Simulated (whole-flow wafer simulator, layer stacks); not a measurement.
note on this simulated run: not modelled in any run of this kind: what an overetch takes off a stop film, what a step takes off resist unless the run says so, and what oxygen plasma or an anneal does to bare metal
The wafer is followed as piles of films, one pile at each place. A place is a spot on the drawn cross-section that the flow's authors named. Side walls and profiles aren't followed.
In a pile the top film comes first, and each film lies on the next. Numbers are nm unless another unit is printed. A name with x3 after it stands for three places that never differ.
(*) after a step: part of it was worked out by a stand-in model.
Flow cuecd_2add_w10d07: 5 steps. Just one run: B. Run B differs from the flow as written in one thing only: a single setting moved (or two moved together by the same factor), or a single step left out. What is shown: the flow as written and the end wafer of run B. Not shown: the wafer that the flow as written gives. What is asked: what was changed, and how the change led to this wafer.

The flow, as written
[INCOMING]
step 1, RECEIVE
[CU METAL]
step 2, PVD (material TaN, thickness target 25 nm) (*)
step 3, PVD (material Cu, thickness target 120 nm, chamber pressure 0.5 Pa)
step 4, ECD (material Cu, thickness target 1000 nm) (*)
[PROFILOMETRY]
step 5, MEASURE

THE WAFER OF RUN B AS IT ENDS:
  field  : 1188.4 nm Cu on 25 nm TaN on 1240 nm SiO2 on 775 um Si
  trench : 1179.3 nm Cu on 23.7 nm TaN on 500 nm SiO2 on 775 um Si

What caused this: step 3, PVD: thickness target 188.4 nm was run, though the flow has thickness target 120 nm.

The path from the change to this, step by step:
  step 3, PVD (material Cu, thickness target 120 nm, chamber pressure 0.5 Pa)
      field: +188.4 Cu (new film) (as written it would have been: +120 Cu (new film))
      trench: +179.3 Cu (new film) (as written it would have been: +114 Cu (new film))
